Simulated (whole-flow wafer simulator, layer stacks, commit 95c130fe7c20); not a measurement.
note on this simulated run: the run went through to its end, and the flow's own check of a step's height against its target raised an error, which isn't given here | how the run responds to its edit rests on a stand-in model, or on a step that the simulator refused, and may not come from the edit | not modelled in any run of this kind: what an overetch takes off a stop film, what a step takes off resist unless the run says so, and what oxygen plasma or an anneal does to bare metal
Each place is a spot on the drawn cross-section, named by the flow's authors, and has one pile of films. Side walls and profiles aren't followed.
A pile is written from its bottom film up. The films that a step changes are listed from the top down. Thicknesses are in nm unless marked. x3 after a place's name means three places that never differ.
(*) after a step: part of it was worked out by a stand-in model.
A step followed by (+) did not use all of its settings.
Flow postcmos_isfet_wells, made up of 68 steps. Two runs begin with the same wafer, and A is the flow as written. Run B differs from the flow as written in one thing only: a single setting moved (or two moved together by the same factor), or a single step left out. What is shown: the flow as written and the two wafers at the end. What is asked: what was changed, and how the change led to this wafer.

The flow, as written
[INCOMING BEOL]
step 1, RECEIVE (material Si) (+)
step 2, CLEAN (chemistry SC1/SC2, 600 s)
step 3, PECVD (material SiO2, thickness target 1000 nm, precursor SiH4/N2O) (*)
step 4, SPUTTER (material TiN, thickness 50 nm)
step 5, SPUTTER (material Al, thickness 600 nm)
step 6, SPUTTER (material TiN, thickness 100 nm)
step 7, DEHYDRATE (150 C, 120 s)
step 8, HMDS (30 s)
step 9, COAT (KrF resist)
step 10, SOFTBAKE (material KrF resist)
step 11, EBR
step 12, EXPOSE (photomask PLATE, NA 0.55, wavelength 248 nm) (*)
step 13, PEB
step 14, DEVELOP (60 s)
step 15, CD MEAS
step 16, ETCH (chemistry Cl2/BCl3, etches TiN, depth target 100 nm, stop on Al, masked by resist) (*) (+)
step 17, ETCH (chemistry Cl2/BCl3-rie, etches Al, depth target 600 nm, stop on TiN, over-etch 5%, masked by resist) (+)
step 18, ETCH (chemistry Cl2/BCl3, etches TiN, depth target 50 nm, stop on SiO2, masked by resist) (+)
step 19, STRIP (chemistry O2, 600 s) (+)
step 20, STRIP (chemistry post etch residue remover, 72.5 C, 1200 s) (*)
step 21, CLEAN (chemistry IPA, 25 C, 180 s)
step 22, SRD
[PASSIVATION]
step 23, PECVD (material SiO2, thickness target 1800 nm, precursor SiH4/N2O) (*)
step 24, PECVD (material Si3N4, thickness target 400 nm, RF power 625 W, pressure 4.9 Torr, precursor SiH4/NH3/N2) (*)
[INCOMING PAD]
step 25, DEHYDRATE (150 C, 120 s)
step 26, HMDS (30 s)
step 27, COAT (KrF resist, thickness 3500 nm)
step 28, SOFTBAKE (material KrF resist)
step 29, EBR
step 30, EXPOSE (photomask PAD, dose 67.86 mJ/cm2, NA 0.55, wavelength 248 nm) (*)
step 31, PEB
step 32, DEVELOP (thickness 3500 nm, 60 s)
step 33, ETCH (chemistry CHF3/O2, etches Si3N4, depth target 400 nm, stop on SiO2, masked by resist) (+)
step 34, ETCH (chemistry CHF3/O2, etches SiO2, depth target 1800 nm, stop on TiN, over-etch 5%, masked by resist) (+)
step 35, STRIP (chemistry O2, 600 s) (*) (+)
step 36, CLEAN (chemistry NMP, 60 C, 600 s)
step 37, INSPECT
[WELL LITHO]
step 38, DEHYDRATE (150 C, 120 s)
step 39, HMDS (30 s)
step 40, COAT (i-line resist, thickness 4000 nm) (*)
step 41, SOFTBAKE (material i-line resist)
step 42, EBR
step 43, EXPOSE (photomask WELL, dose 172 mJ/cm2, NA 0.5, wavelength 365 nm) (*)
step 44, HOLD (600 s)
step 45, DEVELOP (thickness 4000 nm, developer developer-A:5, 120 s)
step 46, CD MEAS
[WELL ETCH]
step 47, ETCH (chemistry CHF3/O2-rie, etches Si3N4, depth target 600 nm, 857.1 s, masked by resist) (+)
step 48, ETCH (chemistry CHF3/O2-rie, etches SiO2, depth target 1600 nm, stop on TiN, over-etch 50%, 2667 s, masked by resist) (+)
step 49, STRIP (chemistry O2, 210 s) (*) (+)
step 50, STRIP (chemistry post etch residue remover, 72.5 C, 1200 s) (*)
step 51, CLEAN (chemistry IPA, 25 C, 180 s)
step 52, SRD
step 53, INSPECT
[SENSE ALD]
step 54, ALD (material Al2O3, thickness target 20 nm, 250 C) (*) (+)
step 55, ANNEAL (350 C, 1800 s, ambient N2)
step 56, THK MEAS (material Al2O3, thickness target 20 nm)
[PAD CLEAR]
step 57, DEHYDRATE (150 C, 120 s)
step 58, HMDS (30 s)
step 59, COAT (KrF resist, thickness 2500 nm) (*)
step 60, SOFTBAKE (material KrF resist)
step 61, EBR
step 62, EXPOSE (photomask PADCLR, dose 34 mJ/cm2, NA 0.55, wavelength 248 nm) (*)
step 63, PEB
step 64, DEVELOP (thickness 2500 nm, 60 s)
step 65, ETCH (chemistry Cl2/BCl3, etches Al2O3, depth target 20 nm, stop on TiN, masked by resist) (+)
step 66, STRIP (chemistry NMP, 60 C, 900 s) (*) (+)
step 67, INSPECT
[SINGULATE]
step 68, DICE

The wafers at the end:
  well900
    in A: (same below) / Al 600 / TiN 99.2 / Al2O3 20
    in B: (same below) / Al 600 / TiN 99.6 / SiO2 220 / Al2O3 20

What caused this: step 48, ETCH: depth target 920 nm was run, while the flow as written has depth target 1600 nm; step 48, ETCH: 1533 s was run, where the flow has 2667 s.

The path from the change to this, step by step:
  step 48, ETCH (chemistry CHF3/O2-rie, etches SiO2, depth target 1600 nm, stop on TiN, over-etch 50%, 2667 s, masked by resist) (+)
      well900, well1300 x3: A -1600 SiO2 (all of it) | B -1380 SiO2
      field, margin, pad_rim, pad_clr, pad_open: A -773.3 i-line resist | B -444.7 i-line resist
  step 49, STRIP (chemistry O2, 210 s) (*) (+)
      field, margin, pad_rim: A -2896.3 i-line resist (all of it) | B -3225 i-line resist (all of it)
      pad_clr: A -1996.5 i-line resist (all of it) | B -2325.2 i-line resist (all of it)
      (and at 1 other place as well)
  step 59, COAT (KrF resist, thickness 2500 nm) (*)
      field: A +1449 KrF resist (new film) | B +1554.3 KrF resist (new film)
      margin: A +1448.9 KrF resist (new film) | B +1554.2 KrF resist (new film)
  step 63, PEB
      field, margin: A -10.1 KrF resist | B -10.8 KrF resist
  step 66, STRIP (chemistry NMP, 60 C, 900 s) (*) (+)
      field: A -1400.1 KrF resist (all of it) | B -1504.7 KrF resist (all of it)
      margin: A -1400.1 KrF resist (all of it) | B -1504.6 KrF resist (all of it)
